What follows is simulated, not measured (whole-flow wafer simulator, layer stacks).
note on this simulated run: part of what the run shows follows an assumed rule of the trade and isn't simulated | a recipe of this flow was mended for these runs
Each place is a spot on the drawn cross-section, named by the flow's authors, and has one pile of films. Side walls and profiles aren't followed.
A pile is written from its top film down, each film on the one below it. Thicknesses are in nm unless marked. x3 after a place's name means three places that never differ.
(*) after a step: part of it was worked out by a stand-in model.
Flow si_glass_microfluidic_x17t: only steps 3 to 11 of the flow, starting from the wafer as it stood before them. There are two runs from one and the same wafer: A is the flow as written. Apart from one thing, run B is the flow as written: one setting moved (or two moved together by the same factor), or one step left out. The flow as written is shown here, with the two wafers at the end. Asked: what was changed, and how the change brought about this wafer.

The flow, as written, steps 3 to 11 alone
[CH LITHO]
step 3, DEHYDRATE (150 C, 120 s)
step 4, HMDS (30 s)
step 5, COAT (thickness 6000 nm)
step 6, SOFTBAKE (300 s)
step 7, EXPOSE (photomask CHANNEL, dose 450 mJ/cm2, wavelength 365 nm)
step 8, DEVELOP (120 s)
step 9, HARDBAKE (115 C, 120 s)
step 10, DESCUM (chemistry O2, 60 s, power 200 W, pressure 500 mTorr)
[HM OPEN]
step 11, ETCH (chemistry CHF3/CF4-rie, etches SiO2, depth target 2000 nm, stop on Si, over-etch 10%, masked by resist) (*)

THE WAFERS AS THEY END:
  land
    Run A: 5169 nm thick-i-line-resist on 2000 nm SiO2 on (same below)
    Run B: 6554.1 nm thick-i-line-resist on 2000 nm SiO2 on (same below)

Cause: step 5, COAT: thickness 7397 nm was run, though the flow has thickness 6000 nm.

How this came from the change, step by step:
  step 5, COAT (thickness 6000 nm)
      land, tr110 x3: A thick-i-line-resist gains 6000 (new film) | B thick-i-line-resist gains 7397 (new film)
  step 8, DEVELOP (120 s)
      tr110 x3: A thick-i-line-resist loses 6000 (all of it) | B thick-i-line-resist loses 7397 (all of it)
  step 9, HARDBAKE (115 C, 120 s)
      land: A thick-i-line-resist loses 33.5 | B thick-i-line-resist loses 45.5
